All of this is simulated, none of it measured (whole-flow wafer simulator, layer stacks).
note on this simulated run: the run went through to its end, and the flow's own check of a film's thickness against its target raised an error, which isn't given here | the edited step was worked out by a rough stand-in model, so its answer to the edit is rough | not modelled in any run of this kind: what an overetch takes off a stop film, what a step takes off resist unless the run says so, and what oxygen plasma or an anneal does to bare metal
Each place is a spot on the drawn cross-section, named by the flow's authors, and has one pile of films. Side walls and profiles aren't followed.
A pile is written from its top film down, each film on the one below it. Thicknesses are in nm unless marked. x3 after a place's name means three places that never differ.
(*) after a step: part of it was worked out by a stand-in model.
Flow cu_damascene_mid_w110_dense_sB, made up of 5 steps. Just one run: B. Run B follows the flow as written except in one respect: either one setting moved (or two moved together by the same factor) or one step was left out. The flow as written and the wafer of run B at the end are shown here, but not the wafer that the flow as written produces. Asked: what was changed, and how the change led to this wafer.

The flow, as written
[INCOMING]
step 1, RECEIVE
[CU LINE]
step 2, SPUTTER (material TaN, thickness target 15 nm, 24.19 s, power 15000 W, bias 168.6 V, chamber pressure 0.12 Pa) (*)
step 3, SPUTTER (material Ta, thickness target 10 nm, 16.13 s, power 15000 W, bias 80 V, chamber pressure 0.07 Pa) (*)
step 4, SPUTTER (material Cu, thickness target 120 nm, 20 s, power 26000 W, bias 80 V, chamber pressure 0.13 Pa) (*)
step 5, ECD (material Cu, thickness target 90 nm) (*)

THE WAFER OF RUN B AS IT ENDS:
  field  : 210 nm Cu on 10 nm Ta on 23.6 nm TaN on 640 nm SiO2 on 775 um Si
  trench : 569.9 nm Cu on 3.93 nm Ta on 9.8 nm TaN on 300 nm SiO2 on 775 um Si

What caused this: step 2, SPUTTER: thickness target 23.6 nm was run, though the flow has thickness target 15 nm; step 2, SPUTTER: 38.1 s was run, where the flow has 24.19 s.
One can read it off the wafer: field has TaN 23.6, and step 2 as written asks for 15 nm.

How this came from the change, step by step:
  step 2, SPUTTER (material TaN, thickness target 15 nm, 24.19 s, power 15000 W, bias 168.6 V, chamber pressure 0.12 Pa) (*)
      field: TaN gains 23.6 (new film) (in the flow as written it would be: TaN gains 15 (new film))
      trench: TaN gains 9.8 (new film) (in the flow as written it would be: TaN gains 6.23 (new film))
  step 4, SPUTTER (material Cu, thickness target 120 nm, 20 s, power 26000 W, bias 80 V, chamber pressure 0.13 Pa) (*)
      trench: Cu gains 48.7 (new film) (in the flow as written it would be: Cu gains 49.9 (new film))
